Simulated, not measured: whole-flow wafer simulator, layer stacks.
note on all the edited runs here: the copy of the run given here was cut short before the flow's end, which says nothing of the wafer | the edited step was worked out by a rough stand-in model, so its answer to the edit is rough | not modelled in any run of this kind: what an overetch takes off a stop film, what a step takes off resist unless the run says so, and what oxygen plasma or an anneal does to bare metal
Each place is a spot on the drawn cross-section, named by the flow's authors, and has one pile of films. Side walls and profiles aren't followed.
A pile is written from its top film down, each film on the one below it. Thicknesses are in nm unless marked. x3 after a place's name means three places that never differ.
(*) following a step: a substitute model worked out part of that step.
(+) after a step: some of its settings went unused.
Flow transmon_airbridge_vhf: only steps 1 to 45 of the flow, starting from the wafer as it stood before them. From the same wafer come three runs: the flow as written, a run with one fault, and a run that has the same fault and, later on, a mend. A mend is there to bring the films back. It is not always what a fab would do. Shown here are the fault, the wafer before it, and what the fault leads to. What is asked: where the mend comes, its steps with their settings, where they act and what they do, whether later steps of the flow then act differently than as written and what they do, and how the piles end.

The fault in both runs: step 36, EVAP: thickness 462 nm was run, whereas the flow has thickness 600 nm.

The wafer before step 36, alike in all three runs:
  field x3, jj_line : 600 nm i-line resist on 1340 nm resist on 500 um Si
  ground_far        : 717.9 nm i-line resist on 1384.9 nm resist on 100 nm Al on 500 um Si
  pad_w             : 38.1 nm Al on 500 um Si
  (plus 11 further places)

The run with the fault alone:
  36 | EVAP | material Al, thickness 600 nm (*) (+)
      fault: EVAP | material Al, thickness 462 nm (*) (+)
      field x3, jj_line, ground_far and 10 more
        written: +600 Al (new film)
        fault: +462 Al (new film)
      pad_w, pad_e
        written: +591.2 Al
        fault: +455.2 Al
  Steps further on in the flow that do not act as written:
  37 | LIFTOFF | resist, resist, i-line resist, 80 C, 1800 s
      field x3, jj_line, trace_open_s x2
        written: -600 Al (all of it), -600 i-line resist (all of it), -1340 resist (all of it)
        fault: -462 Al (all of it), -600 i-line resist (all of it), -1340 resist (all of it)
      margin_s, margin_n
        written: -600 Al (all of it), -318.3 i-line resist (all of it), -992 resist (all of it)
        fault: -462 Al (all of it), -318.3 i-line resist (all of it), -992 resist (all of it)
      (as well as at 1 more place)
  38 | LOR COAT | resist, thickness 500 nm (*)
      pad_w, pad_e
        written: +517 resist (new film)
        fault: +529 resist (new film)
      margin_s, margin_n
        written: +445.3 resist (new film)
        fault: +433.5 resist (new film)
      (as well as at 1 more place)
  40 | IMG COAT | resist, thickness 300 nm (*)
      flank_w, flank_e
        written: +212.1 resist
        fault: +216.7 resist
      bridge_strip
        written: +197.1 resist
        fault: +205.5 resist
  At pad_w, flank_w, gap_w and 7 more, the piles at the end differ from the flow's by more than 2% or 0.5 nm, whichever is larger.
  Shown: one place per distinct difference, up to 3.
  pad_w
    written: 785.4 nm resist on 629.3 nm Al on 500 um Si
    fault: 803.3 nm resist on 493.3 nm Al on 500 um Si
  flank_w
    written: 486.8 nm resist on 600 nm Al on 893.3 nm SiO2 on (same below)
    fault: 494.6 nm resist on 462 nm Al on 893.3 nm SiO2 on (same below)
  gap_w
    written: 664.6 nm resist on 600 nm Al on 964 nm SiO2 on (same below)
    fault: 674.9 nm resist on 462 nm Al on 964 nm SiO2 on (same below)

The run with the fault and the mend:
  The mend stands after step 36.
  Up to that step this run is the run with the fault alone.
  36a | EVAP | material Al, thickness 138 nm (*) (+) (a further turn of the flow's step 36, with different settings)
      field x3, jj_line, ground_far and 10 more
        +138 Al
      pad_w, pad_e
        +136 Al
  Later steps of the flow that are run all act as written at every place that is followed, up to a difference of at most 2% or 0.5 nm, whichever is larger.
  The piles end only slightly different from the flow's at the places that both follow, by no more than 2% or 0.5 nm, whichever is larger.
